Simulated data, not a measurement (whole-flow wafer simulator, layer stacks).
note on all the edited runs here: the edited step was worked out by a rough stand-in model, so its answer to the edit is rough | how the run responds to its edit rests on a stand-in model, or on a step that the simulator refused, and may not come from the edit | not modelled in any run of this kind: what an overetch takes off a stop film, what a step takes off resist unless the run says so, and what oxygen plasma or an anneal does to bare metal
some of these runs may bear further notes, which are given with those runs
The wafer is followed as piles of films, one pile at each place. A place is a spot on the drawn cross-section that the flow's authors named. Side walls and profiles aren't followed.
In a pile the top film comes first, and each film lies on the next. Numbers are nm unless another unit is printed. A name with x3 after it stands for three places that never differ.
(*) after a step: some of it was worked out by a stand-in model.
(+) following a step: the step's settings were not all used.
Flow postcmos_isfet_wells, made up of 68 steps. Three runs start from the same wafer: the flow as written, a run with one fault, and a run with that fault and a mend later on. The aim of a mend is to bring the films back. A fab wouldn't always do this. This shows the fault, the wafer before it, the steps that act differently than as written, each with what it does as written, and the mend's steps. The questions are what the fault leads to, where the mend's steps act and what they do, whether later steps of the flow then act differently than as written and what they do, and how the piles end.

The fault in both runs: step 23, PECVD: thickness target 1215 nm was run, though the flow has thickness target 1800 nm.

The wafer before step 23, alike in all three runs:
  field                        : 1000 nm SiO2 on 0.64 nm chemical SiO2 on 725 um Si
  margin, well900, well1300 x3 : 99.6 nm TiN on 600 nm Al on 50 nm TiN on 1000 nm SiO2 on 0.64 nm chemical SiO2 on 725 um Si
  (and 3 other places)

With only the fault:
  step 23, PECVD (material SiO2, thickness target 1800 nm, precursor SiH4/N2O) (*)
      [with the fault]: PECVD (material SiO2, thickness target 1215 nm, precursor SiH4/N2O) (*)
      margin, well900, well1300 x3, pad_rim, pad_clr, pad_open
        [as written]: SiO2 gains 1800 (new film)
        [with the fault]: SiO2 gains 1215 (new film)
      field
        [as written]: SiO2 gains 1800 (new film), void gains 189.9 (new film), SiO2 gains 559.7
        [with the fault]: SiO2 gains 1215 (new film), void gains 190.1 (new film), SiO2 gains 559.5
  Steps later in the flow that act otherwise than as written:
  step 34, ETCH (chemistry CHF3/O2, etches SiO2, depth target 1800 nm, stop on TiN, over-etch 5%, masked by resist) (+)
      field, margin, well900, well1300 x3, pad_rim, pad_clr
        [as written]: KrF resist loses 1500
        [with the fault]: KrF resist loses 1063.1
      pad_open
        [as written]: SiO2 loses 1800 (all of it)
        [with the fault]: SiO2 loses 1215 (all of it)
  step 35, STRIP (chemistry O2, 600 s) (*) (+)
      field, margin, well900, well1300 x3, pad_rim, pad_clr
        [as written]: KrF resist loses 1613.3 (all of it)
        [with the fault]: KrF resist loses 2050.2 (all of it)
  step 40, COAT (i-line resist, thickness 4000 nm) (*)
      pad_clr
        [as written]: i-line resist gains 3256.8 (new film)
        [with the fault]: i-line resist gains 3442.4 (new film)
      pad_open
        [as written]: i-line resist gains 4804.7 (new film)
        [with the fault]: i-line resist gains 4593.8 (new film)
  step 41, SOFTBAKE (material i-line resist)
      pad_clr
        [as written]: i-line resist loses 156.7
        [with the fault]: i-line resist loses 101.1
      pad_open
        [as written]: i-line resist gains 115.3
        [with the fault]: i-line resist gains 88
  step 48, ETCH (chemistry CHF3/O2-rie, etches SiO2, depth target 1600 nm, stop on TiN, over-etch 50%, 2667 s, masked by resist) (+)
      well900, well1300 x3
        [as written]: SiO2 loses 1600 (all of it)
        [with the fault]: SiO2 loses 1015 (all of it)
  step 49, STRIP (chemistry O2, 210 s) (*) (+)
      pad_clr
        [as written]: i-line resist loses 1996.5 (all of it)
        [with the fault]: i-line resist loses 2237.6 (all of it)
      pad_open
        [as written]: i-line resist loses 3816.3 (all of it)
        [with the fault]: i-line resist loses 3578.2 (all of it)
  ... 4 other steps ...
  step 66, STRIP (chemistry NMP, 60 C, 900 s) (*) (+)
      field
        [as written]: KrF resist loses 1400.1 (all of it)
        [with the fault]: KrF resist loses 1677.6 (all of it)
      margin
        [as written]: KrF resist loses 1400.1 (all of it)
        [with the fault]: KrF resist loses 1677.5 (all of it)
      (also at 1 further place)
  At field, margin, pad_rim, pad_clr, the piles at the end differ from the flow's by more than 2% or 0.5 nm, whichever is larger.
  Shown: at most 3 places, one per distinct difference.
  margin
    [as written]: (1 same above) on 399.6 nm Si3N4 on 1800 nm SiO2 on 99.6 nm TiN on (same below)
    [with the fault]: (1 same above) on 399.6 nm Si3N4 on 1215 nm SiO2 on 99.6 nm TiN on (same below)
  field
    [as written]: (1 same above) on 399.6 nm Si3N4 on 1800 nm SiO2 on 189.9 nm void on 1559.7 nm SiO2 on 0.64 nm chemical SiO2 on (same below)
    [with the fault]: (1 same above) on 399.6 nm Si3N4 on 1215 nm SiO2 on 190.1 nm void on 1559.5 nm SiO2 on 0.64 nm chemical SiO2 on (same below)
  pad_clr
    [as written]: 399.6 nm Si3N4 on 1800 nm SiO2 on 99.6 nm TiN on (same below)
    [with the fault]: 399.6 nm Si3N4 on 1215 nm SiO2 on 99.6 nm TiN on (same below)

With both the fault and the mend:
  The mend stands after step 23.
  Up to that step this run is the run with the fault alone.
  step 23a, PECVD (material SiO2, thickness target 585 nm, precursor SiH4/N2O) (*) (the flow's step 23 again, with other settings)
      field, margin, well900, well1300 x3, pad_rim, pad_clr, pad_open
        SiO2 gains 585
  None of the later steps of the flow acts differently than as written at any place that is followed.
  At the end the piles are close to the flow's at the places that both follow, differing by at most 2% or 0.5 nm, whichever is larger.
